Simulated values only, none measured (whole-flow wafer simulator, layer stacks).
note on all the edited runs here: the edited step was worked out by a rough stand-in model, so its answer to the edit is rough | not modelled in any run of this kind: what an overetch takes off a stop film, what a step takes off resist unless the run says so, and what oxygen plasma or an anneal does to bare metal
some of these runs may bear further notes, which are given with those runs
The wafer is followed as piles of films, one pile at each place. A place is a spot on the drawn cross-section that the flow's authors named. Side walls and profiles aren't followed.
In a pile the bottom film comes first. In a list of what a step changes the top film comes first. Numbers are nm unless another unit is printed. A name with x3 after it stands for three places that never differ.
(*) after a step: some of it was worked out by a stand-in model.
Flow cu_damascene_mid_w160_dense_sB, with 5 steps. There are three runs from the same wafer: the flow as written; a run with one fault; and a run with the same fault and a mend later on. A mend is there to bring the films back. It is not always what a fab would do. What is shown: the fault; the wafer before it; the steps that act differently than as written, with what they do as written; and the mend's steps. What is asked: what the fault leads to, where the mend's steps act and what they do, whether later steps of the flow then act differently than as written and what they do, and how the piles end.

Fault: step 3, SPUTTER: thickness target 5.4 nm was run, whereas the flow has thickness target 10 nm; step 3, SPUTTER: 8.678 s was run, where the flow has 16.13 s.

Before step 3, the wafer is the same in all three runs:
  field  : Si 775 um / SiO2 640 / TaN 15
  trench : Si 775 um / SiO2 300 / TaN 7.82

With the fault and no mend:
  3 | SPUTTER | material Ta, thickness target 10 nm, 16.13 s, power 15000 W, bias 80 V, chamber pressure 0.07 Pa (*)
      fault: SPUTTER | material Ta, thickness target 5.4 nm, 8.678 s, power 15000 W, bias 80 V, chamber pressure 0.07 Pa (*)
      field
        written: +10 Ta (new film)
        fault: +5.4 Ta (new film)
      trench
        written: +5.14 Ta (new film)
        fault: +2.77 Ta (new film)
  Every later step of the flow that is run acts as written, at every place that is followed, to within 2% or 0.5 nm, whichever is larger.
  The piles end different from the flow's at field, trench by more than 2% or 0.5 nm, whichever is larger.
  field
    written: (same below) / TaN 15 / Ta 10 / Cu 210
    fault: (same below) / TaN 15 / Ta 5.4 / Cu 210
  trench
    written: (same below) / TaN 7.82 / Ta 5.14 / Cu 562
    fault: (same below) / TaN 7.82 / Ta 2.77 / Cu 559.8

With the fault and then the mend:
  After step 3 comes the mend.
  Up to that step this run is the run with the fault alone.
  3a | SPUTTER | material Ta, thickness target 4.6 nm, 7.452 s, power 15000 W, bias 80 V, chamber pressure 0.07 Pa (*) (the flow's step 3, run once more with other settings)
      field
        +4.6 Ta
      trench
        +2.33 Ta
  Every later step of the flow that is run acts as written, at every place that is followed, to within 2% or 0.5 nm, whichever is larger.
  The piles end only slightly different from the flow's at the places that both follow, by no more than 2% or 0.5 nm, whichever is larger.
